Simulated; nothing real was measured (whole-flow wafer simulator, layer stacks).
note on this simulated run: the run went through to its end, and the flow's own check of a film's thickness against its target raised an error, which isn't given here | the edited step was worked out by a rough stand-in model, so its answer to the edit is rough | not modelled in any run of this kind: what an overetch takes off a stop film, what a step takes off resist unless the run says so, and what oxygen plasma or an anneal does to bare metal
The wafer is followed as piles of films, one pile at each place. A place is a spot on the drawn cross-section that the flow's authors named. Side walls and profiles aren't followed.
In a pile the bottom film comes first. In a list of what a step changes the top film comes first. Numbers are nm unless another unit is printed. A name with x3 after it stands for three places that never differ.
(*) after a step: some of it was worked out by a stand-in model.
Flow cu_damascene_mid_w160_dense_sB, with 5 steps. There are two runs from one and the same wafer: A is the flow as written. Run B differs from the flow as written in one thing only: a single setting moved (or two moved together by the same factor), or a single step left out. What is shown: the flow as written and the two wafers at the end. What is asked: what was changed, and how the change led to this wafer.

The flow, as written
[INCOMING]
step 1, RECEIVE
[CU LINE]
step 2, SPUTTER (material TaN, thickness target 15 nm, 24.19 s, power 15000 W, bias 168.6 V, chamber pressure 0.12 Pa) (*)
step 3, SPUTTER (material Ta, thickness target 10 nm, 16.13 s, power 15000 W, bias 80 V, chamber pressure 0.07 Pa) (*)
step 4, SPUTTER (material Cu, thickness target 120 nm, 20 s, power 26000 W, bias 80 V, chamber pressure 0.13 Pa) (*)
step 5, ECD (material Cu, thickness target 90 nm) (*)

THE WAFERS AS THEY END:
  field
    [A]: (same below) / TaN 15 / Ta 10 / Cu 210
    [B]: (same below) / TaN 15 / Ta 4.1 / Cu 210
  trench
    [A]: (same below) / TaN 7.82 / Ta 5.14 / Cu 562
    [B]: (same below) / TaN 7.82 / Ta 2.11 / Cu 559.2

Cause: step 3, SPUTTER: thickness target 4.1 nm was run, though the flow has thickness target 10 nm; step 3, SPUTTER: 6.581 s was run, where the flow has 16.13 s.
One can read it off the wafer: field has Ta 4.1, and step 3 as written asks for 10 nm.

How this came from the change, step by step:
  step 3, SPUTTER (material Ta, thickness target 10 nm, 16.13 s, power 15000 W, bias 80 V, chamber pressure 0.07 Pa) (*)
      field: A +10 Ta (new film) | B +4.1 Ta (new film)
      trench: A +5.14 Ta (new film) | B +2.11 Ta (new film)
